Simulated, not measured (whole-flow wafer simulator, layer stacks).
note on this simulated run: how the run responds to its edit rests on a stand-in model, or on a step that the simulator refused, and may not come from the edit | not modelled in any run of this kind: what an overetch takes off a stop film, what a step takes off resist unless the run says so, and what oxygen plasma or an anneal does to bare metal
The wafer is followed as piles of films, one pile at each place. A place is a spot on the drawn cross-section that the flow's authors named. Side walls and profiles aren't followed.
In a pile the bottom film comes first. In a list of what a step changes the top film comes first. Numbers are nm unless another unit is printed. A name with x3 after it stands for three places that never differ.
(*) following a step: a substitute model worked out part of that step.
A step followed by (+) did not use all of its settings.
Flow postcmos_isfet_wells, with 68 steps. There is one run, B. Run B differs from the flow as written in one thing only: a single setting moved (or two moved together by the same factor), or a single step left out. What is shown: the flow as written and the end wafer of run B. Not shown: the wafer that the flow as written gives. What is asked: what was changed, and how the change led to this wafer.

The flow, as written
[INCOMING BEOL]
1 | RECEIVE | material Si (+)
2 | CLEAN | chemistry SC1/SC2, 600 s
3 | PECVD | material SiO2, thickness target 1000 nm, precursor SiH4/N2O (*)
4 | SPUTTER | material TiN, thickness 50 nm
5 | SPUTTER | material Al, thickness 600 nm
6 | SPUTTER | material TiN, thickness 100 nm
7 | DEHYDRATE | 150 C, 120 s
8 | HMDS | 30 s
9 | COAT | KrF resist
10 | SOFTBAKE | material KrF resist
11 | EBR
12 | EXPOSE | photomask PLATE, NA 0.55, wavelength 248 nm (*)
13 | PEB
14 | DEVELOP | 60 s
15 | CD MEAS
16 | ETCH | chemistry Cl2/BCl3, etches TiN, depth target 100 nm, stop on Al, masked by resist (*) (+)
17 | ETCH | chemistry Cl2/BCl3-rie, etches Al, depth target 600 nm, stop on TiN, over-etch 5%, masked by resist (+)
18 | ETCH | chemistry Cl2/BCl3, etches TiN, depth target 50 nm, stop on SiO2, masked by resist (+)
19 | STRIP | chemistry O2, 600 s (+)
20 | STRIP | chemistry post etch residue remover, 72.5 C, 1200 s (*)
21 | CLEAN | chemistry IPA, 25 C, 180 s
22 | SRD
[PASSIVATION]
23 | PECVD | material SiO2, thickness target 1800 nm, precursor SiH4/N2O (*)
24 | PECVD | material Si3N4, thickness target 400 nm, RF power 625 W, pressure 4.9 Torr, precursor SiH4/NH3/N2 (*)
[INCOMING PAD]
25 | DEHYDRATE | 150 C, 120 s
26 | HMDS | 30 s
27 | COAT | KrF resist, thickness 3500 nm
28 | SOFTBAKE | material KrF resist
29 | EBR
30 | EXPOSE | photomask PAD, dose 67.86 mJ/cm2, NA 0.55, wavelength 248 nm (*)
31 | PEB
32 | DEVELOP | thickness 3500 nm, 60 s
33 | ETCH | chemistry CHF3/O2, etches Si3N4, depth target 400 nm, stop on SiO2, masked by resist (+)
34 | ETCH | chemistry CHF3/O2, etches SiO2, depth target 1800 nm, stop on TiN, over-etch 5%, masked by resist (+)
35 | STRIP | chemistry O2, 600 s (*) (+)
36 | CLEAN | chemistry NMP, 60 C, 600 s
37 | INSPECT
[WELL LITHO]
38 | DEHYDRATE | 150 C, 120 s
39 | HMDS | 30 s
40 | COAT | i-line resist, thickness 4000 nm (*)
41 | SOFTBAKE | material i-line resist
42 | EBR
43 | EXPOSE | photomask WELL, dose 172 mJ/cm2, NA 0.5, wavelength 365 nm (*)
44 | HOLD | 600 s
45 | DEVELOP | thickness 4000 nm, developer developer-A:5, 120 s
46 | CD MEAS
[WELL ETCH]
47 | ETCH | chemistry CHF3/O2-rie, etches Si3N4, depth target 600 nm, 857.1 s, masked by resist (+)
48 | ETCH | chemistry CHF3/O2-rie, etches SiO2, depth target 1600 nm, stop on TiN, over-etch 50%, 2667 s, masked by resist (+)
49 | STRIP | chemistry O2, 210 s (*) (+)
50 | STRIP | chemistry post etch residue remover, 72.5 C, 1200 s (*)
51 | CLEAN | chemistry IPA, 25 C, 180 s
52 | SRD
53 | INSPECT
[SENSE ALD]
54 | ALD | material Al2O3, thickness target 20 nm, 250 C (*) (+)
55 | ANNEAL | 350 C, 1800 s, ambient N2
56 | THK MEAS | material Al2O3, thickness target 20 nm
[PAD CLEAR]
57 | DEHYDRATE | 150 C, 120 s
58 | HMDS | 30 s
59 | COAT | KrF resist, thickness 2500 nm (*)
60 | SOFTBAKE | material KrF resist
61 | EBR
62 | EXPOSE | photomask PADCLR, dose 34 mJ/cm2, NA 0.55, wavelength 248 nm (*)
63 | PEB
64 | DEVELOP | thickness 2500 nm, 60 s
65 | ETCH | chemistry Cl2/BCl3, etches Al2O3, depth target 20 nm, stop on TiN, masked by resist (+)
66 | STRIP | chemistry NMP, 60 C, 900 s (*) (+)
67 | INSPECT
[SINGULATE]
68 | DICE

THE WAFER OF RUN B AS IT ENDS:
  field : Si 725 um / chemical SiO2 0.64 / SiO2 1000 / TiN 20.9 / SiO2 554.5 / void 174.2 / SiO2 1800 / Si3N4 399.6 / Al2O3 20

What caused this: step 18, ETCH: depth target 28.7 nm was run, though the flow has depth target 50 nm.

Step by step, how the change led to this:
  18 | ETCH | chemistry Cl2/BCl3, etches TiN, depth target 50 nm, stop on SiO2, masked by resist (+)
      field: TiN loses 28.7 (it would be, as written: TiN loses 50 (all of it))
      margin, well900, well1300 x3, pad_rim, pad_clr, pad_open: KrF resist loses 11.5 (it would be, as written: KrF resist loses 20)
  23 | PECVD | material SiO2, thickness target 1800 nm, precursor SiH4/N2O (*)
      field: SiO2 gains 1800 (new film), void gains 174.2 (new film), SiO2 gains 554.5 (new film) (it would be, as written: SiO2 gains 1800 (new film), void gains 189.9 (new film), SiO2 gains 559.7)
Taking metal films that touch as one body, field has 1 body; the flow as written gives 0 bodies.
